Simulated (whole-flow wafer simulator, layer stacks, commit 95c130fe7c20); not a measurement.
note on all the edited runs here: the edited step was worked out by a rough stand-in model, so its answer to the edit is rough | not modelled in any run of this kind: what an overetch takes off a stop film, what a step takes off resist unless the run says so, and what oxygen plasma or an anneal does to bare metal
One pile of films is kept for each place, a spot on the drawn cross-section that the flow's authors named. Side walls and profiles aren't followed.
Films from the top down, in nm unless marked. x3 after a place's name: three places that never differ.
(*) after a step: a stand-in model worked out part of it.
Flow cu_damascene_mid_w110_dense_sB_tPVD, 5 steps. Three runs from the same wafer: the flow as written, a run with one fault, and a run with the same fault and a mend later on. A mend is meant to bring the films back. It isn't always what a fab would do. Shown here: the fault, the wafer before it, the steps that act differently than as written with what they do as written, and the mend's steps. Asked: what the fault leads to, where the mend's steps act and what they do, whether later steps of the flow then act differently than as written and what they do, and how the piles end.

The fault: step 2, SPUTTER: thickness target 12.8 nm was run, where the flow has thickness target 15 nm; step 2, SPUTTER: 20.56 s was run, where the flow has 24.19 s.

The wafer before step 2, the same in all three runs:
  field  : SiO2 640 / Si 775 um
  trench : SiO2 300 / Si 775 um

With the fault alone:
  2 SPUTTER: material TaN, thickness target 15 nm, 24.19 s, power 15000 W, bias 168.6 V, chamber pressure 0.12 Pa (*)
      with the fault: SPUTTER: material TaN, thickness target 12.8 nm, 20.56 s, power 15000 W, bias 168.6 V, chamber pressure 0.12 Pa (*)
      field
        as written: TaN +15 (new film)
        with the fault: TaN +12.8 (new film)
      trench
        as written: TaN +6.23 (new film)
        with the fault: TaN +5.32 (new film)
  No later step of the flow acts differently than as written, at any place that is followed, by more than 2% or 0.5 nm, whichever is larger.
  At the end the piles differ from the flow's by more than 2% or 0.5 nm, whichever is larger, at field, trench.
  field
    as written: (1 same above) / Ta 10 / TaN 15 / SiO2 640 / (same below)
    with the fault: (1 same above) / Ta 10 / TaN 12.8 / SiO2 640 / (same below)
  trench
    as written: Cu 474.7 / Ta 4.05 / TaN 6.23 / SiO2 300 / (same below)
    with the fault: Cu 473.4 / Ta 4.07 / TaN 5.32 / SiO2 300 / (same below)

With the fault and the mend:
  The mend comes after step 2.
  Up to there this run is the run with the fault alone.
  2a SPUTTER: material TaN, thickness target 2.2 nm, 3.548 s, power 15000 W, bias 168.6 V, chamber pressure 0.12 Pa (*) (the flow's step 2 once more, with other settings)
      field
        TaN +2.2
      trench
        TaN +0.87
  No later step of the flow acts differently than as written, at any place that is followed, by more than 2% or 0.5 nm, whichever is larger.
  At the end the piles differ from the flow's only slightly at the places that both follow, by at most 2% or 0.5 nm, whichever is larger.
